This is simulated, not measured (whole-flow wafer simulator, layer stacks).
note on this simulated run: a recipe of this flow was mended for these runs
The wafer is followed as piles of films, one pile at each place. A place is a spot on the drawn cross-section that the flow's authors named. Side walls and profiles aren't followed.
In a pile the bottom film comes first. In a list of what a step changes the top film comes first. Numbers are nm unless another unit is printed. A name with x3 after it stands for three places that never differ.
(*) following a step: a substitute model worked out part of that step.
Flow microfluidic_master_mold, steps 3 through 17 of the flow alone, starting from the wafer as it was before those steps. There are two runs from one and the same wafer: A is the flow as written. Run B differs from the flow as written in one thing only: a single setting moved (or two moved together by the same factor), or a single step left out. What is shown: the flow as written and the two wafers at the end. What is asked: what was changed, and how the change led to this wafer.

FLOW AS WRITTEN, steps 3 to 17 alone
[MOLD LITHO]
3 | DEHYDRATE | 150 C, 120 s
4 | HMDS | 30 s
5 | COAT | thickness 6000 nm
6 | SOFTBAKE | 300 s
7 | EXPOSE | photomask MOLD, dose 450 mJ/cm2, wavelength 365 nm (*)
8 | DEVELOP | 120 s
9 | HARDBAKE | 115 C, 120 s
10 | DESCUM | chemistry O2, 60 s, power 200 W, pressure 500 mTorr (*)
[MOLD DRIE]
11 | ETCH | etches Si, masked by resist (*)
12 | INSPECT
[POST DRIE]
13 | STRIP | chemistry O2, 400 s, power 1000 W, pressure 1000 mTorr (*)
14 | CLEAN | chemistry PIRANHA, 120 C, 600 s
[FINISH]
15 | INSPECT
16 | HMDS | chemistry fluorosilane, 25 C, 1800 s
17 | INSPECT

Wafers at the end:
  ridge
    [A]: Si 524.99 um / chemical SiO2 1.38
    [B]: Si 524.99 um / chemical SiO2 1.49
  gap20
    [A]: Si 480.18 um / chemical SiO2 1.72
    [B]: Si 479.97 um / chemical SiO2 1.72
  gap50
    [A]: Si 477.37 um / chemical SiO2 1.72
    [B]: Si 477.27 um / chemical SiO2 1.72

Cause: step 5, COAT: thickness 4594 nm was run, though the flow has thickness 6000 nm.

Step by step, how the change led to this:
  5 | COAT | thickness 6000 nm
      ridge, gap20, gap50, gap200 x2: A +6000 thick-i-line-resist (new film) | B +4594 thick-i-line-resist (new film)
  8 | DEVELOP | 120 s
      gap20, gap50, gap200 x2: A -6000 thick-i-line-resist (all of it) | B -4594 thick-i-line-resist (all of it)
  9 | HARDBAKE | 115 C, 120 s
      ridge: A -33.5 thick-i-line-resist | B -22.9 thick-i-line-resist
  11 | ETCH | etches Si, masked by resist (*)
      gap20: A -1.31 chemical SiO2 (all of it), -44.81 um Si | B -1.31 chemical SiO2 (all of it), -45.02 um Si
      gap50: A -1.31 chemical SiO2 (all of it), -47.62 um Si | B -1.31 chemical SiO2 (all of it), -47.72 um Si
  13 | STRIP | chemistry O2, 400 s, power 1000 W, pressure 1000 mTorr (*)
      ridge: A -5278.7 thick-i-line-resist (all of it), +0.78 chemical SiO2, -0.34 Si | B -3883.4 thick-i-line-resist (all of it), +0.89 chemical SiO2, -0.39 Si
